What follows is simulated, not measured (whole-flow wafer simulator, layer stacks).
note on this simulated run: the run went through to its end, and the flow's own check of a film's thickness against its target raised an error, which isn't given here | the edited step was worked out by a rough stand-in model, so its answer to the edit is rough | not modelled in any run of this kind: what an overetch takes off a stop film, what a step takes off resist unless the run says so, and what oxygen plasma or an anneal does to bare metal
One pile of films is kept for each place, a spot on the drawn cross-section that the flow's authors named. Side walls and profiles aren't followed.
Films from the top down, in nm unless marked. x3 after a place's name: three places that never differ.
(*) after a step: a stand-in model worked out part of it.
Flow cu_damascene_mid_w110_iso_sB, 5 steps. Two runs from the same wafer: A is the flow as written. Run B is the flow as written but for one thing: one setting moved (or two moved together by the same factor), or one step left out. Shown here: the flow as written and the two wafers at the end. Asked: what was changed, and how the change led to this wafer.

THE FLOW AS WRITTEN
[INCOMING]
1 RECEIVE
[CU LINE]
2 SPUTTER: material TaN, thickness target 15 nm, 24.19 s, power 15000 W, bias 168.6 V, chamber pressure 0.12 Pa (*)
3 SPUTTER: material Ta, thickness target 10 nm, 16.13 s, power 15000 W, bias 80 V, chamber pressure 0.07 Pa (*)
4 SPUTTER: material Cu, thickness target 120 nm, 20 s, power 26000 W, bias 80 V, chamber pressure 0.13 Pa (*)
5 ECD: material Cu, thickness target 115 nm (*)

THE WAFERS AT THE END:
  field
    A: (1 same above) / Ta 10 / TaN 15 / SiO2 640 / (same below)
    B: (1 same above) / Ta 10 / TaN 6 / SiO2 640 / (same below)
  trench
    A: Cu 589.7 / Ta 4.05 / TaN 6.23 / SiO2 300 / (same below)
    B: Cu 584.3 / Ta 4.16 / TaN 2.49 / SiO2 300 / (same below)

The cause: step 2, SPUTTER: thickness target 6 nm was run, where the flow has thickness target 15 nm; step 2, SPUTTER: 9.68 s was run, where the flow has 24.19 s.
It can be read off the wafer: field has TaN 6, and step 2 as written asks for 15 nm.

How the change led to this, step by step:
  2 SPUTTER: material TaN, thickness target 15 nm, 24.19 s, power 15000 W, bias 168.6 V, chamber pressure 0.12 Pa (*)
      field: A TaN +15 (new film) | B TaN +6 (new film)
      trench: A TaN +6.23 (new film) | B TaN +2.49 (new film)
  4 SPUTTER: material Cu, thickness target 120 nm, 20 s, power 26000 W, bias 80 V, chamber pressure 0.13 Pa (*)
      trench: A Cu +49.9 (new film) | B Cu +51.3 (new film)
